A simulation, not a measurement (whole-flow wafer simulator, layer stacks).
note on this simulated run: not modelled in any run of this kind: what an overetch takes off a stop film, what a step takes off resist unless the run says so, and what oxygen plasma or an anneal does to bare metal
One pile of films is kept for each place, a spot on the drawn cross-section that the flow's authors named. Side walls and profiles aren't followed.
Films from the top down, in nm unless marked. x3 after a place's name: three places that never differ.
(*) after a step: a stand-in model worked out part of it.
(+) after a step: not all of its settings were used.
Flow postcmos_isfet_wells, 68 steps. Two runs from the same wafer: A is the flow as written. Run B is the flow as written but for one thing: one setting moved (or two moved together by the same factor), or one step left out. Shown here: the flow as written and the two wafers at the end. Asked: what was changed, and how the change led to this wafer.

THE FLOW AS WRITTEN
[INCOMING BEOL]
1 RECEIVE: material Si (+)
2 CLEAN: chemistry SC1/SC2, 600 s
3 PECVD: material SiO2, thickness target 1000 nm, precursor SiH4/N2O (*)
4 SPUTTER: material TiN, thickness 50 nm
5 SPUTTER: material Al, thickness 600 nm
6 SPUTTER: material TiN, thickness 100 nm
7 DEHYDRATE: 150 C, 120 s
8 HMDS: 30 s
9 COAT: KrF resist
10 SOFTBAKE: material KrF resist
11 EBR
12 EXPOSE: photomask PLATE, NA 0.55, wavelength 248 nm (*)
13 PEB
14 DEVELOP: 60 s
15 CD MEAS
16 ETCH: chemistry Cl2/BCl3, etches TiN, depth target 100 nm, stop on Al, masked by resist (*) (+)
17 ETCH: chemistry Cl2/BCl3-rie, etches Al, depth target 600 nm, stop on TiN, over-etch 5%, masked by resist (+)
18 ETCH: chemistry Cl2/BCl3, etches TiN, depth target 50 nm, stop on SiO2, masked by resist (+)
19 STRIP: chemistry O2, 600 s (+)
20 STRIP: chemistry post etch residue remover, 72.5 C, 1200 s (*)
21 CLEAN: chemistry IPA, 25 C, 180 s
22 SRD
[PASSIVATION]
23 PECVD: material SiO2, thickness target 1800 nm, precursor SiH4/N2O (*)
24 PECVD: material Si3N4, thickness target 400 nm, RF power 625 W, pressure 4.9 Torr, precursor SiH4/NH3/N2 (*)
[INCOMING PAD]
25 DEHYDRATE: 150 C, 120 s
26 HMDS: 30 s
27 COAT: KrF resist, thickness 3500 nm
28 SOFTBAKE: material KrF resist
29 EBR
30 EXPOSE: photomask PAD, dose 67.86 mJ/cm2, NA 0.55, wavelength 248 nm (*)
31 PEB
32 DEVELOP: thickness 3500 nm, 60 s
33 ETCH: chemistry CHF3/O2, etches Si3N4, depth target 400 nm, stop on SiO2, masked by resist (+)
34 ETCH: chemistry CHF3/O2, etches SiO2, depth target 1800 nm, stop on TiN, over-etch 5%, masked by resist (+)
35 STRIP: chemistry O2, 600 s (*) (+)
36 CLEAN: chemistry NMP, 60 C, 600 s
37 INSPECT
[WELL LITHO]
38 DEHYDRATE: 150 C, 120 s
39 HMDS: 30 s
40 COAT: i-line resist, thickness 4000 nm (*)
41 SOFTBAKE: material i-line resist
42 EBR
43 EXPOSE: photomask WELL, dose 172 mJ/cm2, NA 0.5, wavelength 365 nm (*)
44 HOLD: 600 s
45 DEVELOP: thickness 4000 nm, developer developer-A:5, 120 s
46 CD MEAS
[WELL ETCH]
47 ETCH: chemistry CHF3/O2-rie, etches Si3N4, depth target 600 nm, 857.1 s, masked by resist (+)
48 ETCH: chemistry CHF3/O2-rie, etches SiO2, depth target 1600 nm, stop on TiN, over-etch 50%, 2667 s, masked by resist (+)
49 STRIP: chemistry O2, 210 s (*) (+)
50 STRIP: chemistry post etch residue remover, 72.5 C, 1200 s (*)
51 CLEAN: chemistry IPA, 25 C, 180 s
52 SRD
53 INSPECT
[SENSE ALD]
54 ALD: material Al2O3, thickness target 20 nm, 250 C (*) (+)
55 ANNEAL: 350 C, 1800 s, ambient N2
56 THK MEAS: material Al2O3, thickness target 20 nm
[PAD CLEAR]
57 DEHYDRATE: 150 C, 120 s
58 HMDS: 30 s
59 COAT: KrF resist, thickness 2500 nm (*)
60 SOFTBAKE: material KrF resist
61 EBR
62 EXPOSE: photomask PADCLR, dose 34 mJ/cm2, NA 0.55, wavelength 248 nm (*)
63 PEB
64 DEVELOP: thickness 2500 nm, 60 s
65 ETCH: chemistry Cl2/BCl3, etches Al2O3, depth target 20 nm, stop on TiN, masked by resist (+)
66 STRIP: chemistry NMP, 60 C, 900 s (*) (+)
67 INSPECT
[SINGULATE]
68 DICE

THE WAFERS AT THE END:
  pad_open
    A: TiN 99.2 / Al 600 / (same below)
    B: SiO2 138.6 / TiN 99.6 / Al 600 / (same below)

The cause: step 33, ETCH: depth target 268 nm was run, where the flow has depth target 400 nm.

How the change led to this, step by step:
  33 ETCH: chemistry CHF3/O2, etches Si3N4, depth target 400 nm, stop on SiO2, masked by resist (+)
      pad_open: A Si3N4 -400 (all of it) | B Si3N4 -268
      field, margin, well900, well1300 x3, pad_rim, pad_clr: A KrF resist -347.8 | B KrF resist -233
  34 ETCH: chemistry CHF3/O2, etches SiO2, depth target 1800 nm, stop on TiN, over-etch 5%, masked by resist (+)
      pad_open: A SiO2 -1800 (all of it) | B Si3N4 -132 (all of it), SiO2 -1661.4
  35 STRIP: chemistry O2, 600 s (*) (+)
      field, margin, well900, well1300 x3, pad_rim, pad_clr: A KrF resist -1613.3 (all of it) | B KrF resist -1728.1 (all of it)
  41 SOFTBAKE: material i-line resist
      pad_clr: A i-line resist -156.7 | B i-line resist -142.9
      pad_open: A i-line resist +115.3 | B i-line resist +109.2
  49 STRIP: chemistry O2, 210 s (*) (+)
      pad_clr: A i-line resist -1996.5 (all of it) | B i-line resist -2053.6 (all of it)
  59 COAT: KrF resist, thickness 2500 nm (*)
      pad_clr: A KrF resist +1691.6 (new film) | B KrF resist +1738.1 (new film)
  64 DEVELOP: thickness 2500 nm, 60 s
      pad_clr: A KrF resist -1676 (all of it) | B KrF resist -1722.4 (all of it)
